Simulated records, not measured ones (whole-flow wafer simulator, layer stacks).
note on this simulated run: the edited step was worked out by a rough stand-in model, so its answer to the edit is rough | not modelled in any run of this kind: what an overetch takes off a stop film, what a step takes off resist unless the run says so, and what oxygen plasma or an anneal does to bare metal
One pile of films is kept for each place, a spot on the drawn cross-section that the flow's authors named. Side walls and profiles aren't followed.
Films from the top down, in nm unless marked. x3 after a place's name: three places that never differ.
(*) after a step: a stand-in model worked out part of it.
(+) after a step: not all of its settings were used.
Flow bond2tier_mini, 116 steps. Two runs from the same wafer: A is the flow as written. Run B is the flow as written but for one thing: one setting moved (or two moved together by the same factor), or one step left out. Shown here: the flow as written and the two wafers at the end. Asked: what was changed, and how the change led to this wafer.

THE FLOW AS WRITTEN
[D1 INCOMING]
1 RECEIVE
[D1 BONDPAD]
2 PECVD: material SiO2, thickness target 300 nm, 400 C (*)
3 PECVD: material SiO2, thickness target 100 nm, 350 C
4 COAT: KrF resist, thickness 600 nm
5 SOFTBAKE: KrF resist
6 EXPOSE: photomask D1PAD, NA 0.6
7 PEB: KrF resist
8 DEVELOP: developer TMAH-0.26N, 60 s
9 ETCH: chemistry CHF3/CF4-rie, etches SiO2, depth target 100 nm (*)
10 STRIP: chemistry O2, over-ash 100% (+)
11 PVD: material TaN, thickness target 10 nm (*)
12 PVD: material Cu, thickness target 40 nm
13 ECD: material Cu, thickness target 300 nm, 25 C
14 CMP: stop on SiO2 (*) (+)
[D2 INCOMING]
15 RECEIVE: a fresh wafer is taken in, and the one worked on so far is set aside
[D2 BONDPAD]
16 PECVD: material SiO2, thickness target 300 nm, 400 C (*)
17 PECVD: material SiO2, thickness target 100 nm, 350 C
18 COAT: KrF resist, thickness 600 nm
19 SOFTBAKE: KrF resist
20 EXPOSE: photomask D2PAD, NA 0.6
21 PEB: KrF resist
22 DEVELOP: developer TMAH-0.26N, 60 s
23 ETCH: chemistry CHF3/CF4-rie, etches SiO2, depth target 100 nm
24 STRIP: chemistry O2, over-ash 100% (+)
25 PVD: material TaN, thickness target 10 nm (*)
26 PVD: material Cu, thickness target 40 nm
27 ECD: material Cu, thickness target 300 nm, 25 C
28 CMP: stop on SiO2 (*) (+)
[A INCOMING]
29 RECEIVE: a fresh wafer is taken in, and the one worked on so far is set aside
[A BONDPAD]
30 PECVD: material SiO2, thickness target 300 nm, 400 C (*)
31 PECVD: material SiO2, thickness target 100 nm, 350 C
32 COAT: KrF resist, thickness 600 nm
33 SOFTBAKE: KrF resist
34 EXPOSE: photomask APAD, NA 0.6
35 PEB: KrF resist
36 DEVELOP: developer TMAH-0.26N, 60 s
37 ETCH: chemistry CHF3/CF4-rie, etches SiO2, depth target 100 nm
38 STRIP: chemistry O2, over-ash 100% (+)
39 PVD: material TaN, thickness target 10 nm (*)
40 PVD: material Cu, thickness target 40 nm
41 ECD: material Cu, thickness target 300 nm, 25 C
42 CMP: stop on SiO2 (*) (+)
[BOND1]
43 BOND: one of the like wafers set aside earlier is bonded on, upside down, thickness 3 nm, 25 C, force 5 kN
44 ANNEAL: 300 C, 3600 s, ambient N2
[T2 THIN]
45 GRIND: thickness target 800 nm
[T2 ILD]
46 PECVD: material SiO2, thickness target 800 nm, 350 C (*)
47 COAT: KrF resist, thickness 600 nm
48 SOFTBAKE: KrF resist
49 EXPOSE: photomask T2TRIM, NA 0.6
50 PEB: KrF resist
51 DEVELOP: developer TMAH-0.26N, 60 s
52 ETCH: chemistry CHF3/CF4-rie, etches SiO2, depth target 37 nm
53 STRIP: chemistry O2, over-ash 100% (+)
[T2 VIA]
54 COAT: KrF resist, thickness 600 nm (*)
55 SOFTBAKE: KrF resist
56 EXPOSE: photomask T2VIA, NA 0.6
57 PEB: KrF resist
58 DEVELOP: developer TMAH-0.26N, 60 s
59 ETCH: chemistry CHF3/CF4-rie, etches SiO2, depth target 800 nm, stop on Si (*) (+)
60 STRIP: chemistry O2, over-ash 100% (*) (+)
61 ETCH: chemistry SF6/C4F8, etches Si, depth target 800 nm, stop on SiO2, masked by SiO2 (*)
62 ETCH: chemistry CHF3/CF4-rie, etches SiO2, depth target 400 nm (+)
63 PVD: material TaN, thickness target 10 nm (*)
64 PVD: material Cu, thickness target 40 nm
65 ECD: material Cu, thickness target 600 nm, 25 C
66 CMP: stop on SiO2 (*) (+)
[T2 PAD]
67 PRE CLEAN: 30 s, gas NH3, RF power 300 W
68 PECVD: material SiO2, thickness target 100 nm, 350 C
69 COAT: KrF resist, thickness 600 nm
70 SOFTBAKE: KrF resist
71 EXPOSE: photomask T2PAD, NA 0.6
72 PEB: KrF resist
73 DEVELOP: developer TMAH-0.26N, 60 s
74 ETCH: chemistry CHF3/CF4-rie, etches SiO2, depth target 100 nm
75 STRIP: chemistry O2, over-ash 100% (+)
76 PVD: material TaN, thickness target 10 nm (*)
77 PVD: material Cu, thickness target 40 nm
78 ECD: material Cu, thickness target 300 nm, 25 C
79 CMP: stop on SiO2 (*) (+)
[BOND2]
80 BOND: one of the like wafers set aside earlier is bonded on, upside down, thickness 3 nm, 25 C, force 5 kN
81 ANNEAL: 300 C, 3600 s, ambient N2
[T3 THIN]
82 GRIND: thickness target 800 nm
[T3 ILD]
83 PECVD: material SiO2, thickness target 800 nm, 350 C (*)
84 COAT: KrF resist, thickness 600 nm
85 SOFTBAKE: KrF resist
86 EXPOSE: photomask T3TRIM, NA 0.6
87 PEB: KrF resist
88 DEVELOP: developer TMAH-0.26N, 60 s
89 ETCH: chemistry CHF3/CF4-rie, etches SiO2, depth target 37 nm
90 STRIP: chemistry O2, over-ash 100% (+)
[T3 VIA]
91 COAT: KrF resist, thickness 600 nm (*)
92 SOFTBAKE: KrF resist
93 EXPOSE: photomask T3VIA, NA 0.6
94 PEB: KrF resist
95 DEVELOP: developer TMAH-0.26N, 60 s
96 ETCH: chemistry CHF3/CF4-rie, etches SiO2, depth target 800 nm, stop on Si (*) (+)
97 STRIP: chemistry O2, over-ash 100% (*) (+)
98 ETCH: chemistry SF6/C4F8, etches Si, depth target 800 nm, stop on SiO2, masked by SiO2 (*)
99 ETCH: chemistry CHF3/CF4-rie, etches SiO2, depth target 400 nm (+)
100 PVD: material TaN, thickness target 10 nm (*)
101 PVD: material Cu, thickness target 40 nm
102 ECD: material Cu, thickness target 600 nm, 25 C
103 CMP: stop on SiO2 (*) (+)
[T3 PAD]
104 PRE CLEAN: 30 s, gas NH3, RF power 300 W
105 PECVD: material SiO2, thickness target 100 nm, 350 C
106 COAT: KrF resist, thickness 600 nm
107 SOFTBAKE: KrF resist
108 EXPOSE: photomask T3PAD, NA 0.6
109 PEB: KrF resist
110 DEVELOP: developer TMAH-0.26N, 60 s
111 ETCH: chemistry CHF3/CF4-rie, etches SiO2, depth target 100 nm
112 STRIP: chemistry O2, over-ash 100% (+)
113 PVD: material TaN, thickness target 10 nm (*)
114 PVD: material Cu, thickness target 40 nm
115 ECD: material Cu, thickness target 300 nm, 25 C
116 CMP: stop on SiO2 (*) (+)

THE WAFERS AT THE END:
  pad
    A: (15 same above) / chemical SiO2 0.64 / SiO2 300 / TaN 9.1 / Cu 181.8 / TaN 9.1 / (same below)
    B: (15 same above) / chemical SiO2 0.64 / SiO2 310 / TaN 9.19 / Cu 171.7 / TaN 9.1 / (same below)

The cause: step 9, ETCH: depth target 90 nm was run, where the flow has depth target 100 nm.

How the change led to this, step by step:
  9 ETCH: chemistry CHF3/CF4-rie, etches SiO2, depth target 100 nm (*)
      pad, via: A SiO2 -100 | B SiO2 -90
      field: A KrF resist -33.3 | B KrF resist -30
  13 ECD: material Cu, thickness target 300 nm, 25 C
      pad: A Cu +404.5 | B Cu +394.1
      via: A Cu +400.2 | B Cu +390.1
  43 BOND: one of the like wafers set aside earlier is bonded on, upside down, thickness 3 nm, 25 C, force 5 kN
      pad: A Si +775 um (new film), chemical SiO2 +0.64 (new film), SiO2 +300 (new film), TaN +9.1 (new film), Cu +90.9 | B Si +775 um (new film), chemical SiO2 +0.64 (new film), SiO2 +310 (new film), TaN +9.19 (new film), Cu +80.8
      via: A Si +775 um (new film), chemical SiO2 +0.64 (new film), SiO2 +300 (new film), TaN +9.97 (new film), Cu +90 | B Si +775 um (new film), chemical SiO2 +0.64 (new film), SiO2 +310 (new film), TaN +9.98 (new film), Cu +80
